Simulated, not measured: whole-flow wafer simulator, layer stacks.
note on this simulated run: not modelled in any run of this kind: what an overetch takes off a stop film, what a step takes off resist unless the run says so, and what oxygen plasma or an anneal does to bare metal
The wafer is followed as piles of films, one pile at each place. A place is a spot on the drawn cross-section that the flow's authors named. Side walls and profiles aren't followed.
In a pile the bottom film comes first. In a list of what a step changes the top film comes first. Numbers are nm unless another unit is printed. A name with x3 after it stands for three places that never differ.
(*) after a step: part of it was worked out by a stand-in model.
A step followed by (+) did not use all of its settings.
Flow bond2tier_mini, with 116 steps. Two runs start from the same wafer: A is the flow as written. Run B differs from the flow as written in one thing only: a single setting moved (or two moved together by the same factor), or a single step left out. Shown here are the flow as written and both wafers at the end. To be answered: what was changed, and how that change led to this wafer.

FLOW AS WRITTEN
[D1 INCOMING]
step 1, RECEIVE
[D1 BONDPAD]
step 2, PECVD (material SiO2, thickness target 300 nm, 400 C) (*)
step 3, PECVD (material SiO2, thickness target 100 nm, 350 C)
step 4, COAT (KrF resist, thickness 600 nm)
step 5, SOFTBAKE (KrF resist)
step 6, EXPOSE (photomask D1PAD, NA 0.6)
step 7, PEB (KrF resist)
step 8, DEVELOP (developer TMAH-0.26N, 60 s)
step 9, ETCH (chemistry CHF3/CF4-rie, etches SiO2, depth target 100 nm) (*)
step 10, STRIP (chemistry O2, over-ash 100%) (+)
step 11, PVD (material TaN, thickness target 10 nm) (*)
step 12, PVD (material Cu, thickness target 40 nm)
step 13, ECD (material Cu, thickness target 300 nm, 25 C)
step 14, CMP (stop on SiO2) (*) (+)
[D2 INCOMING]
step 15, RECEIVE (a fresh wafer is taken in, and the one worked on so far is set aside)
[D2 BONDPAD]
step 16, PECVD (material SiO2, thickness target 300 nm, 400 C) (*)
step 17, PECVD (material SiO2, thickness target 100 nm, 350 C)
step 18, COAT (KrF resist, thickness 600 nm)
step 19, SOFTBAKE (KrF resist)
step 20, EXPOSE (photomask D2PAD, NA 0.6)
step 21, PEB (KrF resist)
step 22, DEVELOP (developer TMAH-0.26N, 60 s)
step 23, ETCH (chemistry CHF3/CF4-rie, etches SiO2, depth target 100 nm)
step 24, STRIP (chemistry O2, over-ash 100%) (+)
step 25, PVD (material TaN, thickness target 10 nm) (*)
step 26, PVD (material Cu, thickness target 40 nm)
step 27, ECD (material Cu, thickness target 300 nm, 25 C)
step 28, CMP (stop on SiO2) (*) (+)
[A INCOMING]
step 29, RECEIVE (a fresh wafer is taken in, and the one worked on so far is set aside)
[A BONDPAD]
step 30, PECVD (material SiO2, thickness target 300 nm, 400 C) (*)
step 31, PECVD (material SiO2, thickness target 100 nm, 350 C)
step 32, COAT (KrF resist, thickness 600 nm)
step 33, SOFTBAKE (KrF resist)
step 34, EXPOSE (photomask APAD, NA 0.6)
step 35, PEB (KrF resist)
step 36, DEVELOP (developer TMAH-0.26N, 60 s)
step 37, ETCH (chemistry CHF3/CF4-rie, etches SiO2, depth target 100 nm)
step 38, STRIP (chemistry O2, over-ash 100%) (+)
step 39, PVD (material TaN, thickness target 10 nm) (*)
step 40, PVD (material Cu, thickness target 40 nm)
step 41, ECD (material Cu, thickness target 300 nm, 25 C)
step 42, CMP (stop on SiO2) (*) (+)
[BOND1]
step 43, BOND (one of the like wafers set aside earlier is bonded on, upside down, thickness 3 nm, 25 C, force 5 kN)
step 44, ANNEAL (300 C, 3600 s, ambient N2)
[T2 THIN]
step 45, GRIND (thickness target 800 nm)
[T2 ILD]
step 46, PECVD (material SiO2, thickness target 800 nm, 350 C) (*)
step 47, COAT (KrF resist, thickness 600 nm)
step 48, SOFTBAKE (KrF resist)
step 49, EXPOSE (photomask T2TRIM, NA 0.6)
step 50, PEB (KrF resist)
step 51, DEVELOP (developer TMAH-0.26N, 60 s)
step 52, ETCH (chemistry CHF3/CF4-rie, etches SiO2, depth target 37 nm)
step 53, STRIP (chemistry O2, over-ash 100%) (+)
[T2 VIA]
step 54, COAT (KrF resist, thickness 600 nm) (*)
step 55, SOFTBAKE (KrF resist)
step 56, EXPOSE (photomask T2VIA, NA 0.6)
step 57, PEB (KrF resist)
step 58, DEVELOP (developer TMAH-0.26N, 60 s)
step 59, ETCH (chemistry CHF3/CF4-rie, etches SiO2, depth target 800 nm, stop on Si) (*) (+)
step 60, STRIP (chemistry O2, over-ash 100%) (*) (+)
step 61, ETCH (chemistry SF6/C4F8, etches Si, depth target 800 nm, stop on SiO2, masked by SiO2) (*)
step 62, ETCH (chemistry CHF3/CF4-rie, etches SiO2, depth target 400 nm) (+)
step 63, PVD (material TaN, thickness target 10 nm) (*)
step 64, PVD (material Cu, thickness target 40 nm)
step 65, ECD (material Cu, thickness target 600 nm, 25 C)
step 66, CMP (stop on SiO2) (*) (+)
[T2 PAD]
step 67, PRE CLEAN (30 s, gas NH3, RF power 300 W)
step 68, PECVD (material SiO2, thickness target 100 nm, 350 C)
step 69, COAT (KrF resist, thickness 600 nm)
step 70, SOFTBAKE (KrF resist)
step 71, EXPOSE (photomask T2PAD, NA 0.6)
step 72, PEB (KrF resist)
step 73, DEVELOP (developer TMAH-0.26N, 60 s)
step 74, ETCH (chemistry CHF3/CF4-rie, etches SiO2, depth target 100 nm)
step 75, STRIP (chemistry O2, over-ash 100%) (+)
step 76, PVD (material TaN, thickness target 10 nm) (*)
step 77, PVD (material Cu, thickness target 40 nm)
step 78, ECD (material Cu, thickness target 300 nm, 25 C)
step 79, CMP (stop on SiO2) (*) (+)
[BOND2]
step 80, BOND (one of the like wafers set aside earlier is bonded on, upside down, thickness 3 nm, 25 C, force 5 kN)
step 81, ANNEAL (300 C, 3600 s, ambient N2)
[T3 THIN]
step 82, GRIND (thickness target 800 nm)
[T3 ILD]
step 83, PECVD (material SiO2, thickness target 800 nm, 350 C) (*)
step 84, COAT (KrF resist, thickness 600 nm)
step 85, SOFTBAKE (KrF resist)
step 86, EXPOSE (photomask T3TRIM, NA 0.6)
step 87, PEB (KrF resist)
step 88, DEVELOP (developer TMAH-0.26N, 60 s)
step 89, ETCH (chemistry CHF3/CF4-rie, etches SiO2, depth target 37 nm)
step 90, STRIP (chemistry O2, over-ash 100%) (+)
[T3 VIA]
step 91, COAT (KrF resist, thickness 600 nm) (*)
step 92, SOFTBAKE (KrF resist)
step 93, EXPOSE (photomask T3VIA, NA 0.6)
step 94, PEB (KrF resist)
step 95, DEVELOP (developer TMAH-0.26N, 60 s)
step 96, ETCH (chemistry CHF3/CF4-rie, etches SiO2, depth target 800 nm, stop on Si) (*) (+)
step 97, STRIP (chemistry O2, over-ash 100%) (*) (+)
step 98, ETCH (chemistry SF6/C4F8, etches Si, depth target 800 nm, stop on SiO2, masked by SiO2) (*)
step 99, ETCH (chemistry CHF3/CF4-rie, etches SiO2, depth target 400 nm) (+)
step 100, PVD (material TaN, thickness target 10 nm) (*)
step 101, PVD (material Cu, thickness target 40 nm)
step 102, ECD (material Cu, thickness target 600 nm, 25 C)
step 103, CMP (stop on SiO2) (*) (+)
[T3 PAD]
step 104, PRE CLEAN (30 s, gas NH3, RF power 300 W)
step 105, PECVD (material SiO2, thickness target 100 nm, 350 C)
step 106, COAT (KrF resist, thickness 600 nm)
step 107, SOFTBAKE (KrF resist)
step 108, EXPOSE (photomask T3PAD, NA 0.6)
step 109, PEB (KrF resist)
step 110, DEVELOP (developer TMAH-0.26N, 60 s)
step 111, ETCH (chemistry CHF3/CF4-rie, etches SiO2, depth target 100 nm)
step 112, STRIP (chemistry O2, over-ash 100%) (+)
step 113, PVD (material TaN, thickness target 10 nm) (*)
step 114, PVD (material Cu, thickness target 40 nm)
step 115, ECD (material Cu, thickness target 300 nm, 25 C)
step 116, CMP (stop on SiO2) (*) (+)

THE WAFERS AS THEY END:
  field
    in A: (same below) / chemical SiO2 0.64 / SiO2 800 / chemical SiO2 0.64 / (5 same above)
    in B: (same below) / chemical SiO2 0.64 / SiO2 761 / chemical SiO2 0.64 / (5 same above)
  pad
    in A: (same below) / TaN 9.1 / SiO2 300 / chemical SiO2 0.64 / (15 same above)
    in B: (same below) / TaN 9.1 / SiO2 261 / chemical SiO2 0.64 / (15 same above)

Cause: step 3, PECVD: thickness target 61 nm was run, though the flow has thickness target 100 nm.

Step by step, how the change led to this:
  step 3, PECVD (material SiO2, thickness target 100 nm, 350 C)
      field, pad, via: A +100 SiO2 | B +61 SiO2
  step 43, BOND (one of the like wafers set aside earlier is bonded on, upside down, thickness 3 nm, 25 C, force 5 kN)
      field: A +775 um Si (new film), +0.64 chemical SiO2 (new film), +400 SiO2 | B +775 um Si (new film), +0.64 chemical SiO2 (new film), +361 SiO2
      pad: A +775 um Si (new film), +0.64 chemical SiO2 (new film), +300 SiO2 (new film), +9.1 TaN (new film), +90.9 Cu | B +775 um Si (new film), +0.64 chemical SiO2 (new film), +261 SiO2 (new film), +9.1 TaN (new film), +90.9 Cu
      (also at 1 further place)
